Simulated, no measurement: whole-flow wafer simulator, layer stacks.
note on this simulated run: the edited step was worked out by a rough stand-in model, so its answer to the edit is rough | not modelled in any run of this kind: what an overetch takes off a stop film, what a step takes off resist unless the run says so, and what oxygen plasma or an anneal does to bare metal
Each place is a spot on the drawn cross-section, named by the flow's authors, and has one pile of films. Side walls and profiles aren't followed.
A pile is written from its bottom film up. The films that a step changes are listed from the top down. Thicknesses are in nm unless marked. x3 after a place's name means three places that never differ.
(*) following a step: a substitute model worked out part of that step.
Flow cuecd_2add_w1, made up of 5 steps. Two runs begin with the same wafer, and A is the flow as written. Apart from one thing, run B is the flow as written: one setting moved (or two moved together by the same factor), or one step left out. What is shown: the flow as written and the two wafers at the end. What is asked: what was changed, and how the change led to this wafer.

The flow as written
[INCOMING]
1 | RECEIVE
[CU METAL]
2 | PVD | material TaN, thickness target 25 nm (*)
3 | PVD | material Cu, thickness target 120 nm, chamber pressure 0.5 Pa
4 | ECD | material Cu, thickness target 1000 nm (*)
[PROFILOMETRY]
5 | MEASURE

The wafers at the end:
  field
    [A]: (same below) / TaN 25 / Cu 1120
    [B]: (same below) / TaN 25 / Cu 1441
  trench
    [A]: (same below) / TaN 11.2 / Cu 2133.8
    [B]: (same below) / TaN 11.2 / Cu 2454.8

What caused this: step 4, ECD: thickness target 1321 nm was run, while the flow as written has thickness target 1000 nm.

How this came from the change, step by step:
  4 | ECD | material Cu, thickness target 1000 nm (*)
      field: A +1000 Cu | B +1321 Cu
      trench: A +2080.2 Cu | B +2401.2 Cu
